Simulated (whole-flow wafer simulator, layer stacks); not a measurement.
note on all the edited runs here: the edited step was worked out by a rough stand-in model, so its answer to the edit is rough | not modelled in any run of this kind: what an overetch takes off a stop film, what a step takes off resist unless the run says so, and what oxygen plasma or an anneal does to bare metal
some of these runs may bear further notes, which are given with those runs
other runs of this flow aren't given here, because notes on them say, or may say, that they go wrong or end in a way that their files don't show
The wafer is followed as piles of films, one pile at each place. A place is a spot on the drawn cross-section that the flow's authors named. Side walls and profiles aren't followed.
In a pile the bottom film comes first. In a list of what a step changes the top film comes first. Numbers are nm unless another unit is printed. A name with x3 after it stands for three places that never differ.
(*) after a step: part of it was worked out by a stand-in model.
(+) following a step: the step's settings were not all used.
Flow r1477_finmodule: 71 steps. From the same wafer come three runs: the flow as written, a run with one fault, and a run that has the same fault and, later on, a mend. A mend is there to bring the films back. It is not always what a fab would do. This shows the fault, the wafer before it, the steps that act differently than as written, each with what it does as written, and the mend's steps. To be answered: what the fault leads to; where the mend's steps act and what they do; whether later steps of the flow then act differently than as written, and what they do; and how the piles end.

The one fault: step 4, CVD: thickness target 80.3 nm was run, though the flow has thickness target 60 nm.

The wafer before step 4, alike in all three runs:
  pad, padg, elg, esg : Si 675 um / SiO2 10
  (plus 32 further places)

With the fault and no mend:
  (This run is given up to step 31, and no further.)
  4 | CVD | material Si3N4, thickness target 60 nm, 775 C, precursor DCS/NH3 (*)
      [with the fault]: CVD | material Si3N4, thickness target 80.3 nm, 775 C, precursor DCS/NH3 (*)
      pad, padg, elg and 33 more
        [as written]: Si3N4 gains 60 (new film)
        [with the fault]: Si3N4 gains 80.3 (new film)
  Later steps of the flow acting differently than as written:
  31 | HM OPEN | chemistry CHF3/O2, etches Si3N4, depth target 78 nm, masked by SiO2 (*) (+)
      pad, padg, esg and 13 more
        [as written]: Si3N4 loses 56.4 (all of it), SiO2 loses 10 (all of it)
        [with the fault]: Si3N4 loses 76.7 (all of it), SiO2 loses 0.66
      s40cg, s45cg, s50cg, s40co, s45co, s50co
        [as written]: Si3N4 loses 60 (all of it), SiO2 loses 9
        [with the fault]: Si3N4 loses 78
  After step 31, at pad, padg, elg and 33 more, the piles differ from the flow's by more than 2% or 0.5 nm, whichever is larger.
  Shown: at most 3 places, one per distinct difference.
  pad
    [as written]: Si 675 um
    [with the fault]: Si 675 um / SiO2 9.34
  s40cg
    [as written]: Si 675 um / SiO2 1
    [with the fault]: Si 675 um / SiO2 10 / Si3N4 2.3
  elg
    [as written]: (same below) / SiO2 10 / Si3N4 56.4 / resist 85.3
    [with the fault]: (same below) / SiO2 10 / Si3N4 76.7 / resist 85.3

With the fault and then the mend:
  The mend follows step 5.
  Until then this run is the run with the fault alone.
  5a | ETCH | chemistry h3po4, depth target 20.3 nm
      pad, padg, elg and 33 more
        Si3N4 loses 20.3
  Later steps of the flow that are run all act as written at every place that is followed.
  At every place that both follow, the piles at the end match the flow's.
